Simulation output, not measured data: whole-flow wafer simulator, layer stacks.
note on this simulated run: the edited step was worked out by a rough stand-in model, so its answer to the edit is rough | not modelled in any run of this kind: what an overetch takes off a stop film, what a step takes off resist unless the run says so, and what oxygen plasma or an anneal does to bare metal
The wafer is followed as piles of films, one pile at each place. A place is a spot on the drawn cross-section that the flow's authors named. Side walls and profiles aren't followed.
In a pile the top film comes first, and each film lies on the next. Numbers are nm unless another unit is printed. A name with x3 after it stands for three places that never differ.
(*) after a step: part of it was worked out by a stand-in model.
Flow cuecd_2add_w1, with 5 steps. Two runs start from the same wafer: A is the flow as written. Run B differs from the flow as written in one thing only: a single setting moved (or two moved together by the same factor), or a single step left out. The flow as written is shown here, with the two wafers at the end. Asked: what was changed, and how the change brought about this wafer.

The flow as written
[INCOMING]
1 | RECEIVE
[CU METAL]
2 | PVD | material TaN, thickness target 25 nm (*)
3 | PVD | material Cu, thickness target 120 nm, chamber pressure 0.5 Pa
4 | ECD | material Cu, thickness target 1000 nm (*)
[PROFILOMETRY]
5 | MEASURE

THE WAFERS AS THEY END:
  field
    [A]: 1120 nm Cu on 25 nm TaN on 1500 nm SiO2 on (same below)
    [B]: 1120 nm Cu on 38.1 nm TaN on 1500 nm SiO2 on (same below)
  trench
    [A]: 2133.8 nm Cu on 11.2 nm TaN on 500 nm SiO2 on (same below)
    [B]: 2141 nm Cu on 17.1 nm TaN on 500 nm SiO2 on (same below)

What caused this: step 2, PVD: thickness target 38.1 nm was run, while the flow as written has thickness target 25 nm.
The wafer itself shows it: field has TaN 38.1, and step 2 as written asks for 25 nm.

The path from the change to this, step by step:
  2 | PVD | material TaN, thickness target 25 nm (*)
      field: A TaN gains 25 (new film) | B TaN gains 38.1 (new film)
      trench: A TaN gains 11.2 (new film) | B TaN gains 17.1 (new film)
